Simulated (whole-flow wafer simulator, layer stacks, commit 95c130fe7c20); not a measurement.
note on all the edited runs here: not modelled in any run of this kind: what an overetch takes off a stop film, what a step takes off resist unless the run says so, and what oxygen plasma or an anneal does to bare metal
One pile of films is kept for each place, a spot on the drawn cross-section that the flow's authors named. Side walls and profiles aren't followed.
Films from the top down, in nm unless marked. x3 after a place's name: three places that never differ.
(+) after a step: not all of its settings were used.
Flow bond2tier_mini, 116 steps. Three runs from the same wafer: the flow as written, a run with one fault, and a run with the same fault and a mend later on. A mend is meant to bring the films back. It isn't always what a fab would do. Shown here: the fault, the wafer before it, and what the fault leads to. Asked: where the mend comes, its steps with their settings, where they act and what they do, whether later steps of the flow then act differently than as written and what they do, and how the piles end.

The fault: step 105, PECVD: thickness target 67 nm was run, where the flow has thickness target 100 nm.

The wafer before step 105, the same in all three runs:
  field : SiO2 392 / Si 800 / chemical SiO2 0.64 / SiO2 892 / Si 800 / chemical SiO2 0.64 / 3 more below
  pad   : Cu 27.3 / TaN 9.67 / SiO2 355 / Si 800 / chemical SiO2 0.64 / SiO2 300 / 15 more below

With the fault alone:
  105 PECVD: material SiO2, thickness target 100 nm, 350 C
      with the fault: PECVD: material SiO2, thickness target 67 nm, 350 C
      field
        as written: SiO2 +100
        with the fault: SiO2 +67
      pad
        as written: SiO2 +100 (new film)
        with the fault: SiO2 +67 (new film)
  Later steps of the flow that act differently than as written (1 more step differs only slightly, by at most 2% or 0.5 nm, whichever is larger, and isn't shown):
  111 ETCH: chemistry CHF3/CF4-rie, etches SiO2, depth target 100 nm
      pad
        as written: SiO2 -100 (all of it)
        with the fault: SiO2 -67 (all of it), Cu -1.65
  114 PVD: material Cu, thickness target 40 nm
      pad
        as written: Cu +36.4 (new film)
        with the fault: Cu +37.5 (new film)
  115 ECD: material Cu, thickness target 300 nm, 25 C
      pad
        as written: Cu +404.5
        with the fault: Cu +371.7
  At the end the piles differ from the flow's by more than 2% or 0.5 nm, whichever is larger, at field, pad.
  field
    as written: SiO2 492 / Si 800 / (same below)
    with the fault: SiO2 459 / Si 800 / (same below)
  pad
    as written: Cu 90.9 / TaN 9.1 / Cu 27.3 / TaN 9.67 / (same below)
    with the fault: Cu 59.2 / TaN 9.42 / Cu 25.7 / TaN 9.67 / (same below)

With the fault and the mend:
  The mend comes after step 110.
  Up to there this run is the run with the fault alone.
  110a STRIP: chemistry O2, over-ash 100% (+)
      field
        KrF resist -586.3 (all of it)
  110b PECVD: material SiO2, thickness target 33 nm, 350 C (the flow's step 105 once more, with other settings)
      field, pad
        SiO2 +33
  110c COAT: KrF resist, thickness 600 nm (the flow's step 106 once more)
      field, pad
        KrF resist +600 (new film)
  110d SOFTBAKE: KrF resist (the flow's step 107 once more)
      changes no film at any place that is followed
  110e EXPOSE: photomask T3PAD, NA 0.6 (the flow's step 108 once more)
      changes no film at any place that is followed
  110f PEB: KrF resist (the flow's step 109 once more)
      changes no film at any place that is followed
  110g DEVELOP: developer TMAH-0.26N, 60 s (the flow's step 110 once more)
      field
        KrF resist -13.7
      pad
        KrF resist -600 (all of it)
  No later step of the flow acts differently than as written at any place that is followed.
  At the end the piles are the same as the flow's at every place that both follow.
